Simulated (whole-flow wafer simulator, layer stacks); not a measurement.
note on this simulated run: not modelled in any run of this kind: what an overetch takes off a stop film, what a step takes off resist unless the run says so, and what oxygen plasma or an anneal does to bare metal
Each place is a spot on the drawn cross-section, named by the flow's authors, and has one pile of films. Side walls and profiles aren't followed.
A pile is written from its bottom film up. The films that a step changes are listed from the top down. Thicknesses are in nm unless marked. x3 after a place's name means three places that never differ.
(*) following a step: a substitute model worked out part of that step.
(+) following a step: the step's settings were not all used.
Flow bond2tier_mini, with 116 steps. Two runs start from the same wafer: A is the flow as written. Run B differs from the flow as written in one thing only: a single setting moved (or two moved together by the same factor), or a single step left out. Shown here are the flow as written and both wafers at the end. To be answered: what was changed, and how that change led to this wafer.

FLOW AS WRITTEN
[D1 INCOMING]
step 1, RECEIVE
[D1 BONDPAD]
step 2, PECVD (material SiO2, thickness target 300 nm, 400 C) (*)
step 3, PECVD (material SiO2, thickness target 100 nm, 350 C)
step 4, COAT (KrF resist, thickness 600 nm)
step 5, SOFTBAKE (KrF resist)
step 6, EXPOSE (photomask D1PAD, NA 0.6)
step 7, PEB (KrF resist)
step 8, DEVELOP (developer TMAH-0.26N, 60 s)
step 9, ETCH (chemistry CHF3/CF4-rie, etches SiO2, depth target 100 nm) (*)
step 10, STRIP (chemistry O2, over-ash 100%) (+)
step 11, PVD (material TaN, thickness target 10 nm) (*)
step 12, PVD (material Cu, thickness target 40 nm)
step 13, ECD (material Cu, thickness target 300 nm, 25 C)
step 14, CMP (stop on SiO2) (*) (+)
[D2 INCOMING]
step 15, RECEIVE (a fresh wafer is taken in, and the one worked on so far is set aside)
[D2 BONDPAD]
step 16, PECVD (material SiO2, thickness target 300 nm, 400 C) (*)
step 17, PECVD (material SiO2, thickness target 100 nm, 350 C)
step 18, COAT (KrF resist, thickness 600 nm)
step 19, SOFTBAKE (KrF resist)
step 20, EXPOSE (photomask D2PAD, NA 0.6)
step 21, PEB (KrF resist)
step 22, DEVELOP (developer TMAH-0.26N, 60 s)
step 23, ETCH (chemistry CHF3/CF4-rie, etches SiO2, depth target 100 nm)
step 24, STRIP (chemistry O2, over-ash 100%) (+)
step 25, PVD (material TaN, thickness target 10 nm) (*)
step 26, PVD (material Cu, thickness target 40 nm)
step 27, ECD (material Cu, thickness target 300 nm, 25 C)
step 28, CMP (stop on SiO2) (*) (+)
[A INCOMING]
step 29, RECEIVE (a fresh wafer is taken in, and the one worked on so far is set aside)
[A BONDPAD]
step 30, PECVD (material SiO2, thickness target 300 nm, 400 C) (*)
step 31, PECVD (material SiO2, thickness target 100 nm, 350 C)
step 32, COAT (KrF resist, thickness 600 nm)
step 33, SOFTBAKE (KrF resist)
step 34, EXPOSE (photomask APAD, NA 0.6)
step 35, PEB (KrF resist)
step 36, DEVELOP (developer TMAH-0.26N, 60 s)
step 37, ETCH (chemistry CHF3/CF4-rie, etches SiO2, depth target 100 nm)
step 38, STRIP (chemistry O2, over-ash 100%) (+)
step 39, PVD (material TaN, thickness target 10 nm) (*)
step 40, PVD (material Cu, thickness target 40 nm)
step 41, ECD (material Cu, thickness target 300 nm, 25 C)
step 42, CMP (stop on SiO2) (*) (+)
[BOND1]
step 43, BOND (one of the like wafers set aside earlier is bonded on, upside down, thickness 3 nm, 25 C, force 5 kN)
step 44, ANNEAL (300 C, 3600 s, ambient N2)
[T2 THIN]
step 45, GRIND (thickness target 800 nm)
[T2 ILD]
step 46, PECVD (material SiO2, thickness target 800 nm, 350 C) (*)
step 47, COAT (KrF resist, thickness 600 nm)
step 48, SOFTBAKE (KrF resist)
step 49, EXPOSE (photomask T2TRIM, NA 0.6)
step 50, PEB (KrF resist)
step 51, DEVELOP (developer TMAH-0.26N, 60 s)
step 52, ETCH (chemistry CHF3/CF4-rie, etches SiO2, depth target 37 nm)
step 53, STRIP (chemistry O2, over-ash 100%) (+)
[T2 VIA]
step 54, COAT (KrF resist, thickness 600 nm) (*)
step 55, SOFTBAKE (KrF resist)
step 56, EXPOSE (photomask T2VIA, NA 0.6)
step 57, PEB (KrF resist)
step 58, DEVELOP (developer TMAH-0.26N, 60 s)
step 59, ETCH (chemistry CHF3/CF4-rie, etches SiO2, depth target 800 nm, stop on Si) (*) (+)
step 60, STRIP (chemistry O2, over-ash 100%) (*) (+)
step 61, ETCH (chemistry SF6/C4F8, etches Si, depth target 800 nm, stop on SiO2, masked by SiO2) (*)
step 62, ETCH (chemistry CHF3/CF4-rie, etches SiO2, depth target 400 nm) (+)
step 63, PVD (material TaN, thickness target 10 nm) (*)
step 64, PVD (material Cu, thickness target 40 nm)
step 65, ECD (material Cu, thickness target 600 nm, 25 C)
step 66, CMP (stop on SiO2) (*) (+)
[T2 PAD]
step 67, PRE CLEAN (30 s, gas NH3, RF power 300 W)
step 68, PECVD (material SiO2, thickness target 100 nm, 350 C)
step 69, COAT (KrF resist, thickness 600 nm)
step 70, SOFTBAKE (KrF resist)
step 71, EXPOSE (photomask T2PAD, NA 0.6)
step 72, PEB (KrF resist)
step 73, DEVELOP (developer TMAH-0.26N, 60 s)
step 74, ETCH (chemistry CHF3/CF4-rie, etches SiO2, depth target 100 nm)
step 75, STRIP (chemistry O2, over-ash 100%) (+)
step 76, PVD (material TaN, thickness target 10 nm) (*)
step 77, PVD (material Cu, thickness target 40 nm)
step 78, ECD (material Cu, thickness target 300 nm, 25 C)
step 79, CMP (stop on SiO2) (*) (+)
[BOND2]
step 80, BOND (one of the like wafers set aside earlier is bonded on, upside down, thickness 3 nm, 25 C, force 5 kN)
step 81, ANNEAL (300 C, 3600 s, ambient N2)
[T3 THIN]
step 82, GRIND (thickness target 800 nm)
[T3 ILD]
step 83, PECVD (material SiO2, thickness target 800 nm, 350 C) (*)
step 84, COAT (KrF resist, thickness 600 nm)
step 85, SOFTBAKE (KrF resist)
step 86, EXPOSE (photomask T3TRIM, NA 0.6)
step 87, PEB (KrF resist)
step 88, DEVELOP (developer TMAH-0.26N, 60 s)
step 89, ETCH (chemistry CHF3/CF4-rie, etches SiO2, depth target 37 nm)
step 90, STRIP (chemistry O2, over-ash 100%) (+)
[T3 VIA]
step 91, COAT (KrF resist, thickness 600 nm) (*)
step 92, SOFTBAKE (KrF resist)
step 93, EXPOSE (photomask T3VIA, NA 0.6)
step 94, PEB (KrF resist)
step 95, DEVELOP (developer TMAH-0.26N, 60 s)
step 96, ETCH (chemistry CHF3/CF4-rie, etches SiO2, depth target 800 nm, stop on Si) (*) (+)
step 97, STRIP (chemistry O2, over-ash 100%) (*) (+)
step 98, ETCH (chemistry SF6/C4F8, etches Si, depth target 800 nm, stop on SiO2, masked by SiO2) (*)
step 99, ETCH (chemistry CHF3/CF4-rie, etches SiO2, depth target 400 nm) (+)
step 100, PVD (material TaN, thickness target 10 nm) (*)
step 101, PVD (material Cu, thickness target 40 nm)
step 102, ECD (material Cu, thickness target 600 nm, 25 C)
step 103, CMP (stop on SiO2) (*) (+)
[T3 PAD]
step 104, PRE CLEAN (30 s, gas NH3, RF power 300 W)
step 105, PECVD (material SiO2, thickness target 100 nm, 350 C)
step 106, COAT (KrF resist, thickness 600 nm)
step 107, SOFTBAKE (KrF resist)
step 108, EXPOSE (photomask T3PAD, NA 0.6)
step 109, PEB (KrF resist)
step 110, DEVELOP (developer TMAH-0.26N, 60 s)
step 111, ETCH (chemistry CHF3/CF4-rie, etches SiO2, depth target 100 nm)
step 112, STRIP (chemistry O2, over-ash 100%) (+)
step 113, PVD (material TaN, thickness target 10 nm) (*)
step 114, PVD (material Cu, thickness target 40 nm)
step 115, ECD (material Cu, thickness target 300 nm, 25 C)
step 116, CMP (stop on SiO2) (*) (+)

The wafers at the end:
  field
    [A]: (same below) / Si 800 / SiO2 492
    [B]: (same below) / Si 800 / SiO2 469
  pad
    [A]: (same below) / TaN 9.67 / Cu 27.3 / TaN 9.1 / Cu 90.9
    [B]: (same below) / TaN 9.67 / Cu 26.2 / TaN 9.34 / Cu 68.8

The reason: step 105, PECVD: thickness target 77 nm was run, whereas the flow has thickness target 100 nm.

The path from the change to this, step by step:
  step 105, PECVD (material SiO2, thickness target 100 nm, 350 C)
      field: A SiO2 gains 100 | B SiO2 gains 77
      pad: A SiO2 gains 100 (new film) | B SiO2 gains 77 (new film)
  step 111, ETCH (chemistry CHF3/CF4-rie, etches SiO2, depth target 100 nm)
      pad: A SiO2 loses 100 (all of it) | B SiO2 loses 77 (all of it), Cu loses 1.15
  step 114, PVD (material Cu, thickness target 40 nm)
      pad: A Cu gains 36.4 (new film) | B Cu gains 37.2 (new film)
  step 115, ECD (material Cu, thickness target 300 nm, 25 C)
      pad: A Cu gains 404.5 | B Cu gains 381.6
